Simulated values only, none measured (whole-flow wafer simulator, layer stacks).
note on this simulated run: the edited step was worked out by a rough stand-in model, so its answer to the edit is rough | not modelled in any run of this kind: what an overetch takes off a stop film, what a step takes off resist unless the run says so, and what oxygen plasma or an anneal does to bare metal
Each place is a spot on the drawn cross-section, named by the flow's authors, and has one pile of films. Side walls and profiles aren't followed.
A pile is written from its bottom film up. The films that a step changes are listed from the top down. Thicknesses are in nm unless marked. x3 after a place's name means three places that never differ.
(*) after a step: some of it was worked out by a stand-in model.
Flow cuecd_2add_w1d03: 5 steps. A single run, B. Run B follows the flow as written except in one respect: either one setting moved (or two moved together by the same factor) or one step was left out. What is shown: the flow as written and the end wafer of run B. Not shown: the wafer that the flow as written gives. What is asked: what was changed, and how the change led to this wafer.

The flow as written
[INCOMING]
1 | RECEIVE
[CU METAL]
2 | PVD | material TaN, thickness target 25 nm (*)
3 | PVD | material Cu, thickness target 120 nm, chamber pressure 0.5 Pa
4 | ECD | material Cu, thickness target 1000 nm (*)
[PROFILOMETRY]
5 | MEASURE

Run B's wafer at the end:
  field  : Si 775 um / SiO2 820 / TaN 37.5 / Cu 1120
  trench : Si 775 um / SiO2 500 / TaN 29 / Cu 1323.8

The reason: step 2, PVD: thickness target 37.5 nm was run, whereas the flow has thickness target 25 nm.
The wafer lets one read it off: field has TaN 37.5, and step 2 as written asks for 25 nm.

How this came from the change, step by step:
  2 | PVD | material TaN, thickness target 25 nm (*)
      field: TaN gains 37.5 (new film) (in the flow as written it would be: TaN gains 25 (new film))
      trench: TaN gains 29 (new film) (in the flow as written it would be: TaN gains 19.4 (new film))
